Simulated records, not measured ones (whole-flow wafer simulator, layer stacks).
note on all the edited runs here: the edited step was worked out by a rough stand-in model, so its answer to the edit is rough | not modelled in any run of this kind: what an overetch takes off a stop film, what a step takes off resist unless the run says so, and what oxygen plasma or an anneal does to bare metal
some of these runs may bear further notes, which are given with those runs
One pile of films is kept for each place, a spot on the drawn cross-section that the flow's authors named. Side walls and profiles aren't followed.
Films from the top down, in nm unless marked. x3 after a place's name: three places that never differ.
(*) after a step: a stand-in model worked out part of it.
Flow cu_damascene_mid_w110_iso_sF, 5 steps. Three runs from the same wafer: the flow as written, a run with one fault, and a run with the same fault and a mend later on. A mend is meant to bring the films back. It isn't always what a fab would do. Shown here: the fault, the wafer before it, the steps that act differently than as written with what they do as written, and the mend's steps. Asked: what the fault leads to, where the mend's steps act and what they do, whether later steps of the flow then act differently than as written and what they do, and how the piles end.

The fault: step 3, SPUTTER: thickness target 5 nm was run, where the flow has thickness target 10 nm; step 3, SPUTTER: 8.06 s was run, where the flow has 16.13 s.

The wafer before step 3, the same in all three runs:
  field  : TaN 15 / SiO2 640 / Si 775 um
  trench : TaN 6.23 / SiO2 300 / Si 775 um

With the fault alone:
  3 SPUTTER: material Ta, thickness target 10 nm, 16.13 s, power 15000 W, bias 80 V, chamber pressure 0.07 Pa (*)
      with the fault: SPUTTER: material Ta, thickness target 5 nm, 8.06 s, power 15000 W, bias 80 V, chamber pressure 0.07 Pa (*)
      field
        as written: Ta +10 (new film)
        with the fault: Ta +5 (new film)
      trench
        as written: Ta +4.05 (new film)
        with the fault: Ta +2.02 (new film)
  No later step of the flow acts differently than as written, at any place that is followed, by more than 2% or 0.5 nm, whichever is larger.
  At the end the piles differ from the flow's by more than 2% or 0.5 nm, whichever is larger, at field, trench.
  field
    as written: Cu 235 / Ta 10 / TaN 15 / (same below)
    with the fault: Cu 235 / Ta 5 / TaN 15 / (same below)
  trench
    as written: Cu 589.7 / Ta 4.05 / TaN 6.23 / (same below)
    with the fault: Cu 586.7 / Ta 2.02 / TaN 6.23 / (same below)

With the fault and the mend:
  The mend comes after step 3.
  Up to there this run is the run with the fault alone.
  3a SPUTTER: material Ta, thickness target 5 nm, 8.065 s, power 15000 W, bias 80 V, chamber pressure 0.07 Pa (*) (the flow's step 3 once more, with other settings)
      field
        Ta +5
      trench
        Ta +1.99
  No later step of the flow acts differently than as written, at any place that is followed, by more than 2% or 0.5 nm, whichever is larger.
  At the end the piles differ from the flow's only slightly at the places that both follow, by at most 2% or 0.5 nm, whichever is larger.
